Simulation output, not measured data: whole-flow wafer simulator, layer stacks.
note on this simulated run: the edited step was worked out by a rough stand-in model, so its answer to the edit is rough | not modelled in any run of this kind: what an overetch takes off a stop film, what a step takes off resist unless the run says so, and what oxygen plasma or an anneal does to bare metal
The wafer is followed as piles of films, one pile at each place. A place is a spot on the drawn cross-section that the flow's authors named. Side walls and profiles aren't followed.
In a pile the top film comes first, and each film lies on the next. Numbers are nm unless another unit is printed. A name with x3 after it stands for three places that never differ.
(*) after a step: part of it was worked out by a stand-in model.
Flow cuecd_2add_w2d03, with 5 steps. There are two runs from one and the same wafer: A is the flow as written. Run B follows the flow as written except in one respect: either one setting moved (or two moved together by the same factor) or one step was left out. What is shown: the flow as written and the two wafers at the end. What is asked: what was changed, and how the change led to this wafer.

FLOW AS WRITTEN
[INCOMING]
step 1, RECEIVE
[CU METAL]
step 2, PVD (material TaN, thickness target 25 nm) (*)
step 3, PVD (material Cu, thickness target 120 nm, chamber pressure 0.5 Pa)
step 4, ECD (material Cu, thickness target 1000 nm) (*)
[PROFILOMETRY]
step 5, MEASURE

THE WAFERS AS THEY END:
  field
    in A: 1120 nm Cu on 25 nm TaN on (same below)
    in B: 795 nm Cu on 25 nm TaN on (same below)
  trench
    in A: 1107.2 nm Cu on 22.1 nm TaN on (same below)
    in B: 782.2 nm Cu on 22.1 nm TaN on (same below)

Cause: step 4, ECD: thickness target 675 nm was run, whereas the flow has thickness target 1000 nm.

Step by step, how the change led to this:
  step 4, ECD (material Cu, thickness target 1000 nm) (*)
      field, trench: A +1000 Cu | B +675 Cu
